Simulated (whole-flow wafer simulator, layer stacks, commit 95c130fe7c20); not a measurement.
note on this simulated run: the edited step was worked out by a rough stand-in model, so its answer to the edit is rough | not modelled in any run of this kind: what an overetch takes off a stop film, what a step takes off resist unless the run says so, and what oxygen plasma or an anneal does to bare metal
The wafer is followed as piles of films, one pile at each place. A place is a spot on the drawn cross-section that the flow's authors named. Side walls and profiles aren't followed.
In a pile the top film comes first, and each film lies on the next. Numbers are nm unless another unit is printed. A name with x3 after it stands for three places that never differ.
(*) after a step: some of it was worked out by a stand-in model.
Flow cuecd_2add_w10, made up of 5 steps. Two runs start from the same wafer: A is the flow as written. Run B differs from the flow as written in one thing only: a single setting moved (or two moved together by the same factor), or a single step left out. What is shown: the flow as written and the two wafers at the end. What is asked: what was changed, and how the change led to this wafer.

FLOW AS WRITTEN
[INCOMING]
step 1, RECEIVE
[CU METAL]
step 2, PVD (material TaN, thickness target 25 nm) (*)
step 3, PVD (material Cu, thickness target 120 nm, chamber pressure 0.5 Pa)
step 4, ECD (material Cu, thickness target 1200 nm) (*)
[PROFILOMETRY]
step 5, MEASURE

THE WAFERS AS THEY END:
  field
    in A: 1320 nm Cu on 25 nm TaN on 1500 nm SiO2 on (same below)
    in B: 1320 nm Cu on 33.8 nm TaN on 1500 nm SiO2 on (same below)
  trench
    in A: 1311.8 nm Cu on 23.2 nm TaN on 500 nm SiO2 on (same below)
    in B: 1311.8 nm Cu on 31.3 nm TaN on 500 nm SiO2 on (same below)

Cause: step 2, PVD: thickness target 33.8 nm was run, whereas the flow has thickness target 25 nm.
The wafer lets one read it off: field has TaN 33.8, and step 2 as written asks for 25 nm.

The path from the change to this, step by step:
  step 2, PVD (material TaN, thickness target 25 nm) (*)
      field: A +25 TaN (new film) | B +33.8 TaN (new film)
      trench: A +23.2 TaN (new film) | B +31.3 TaN (new film)
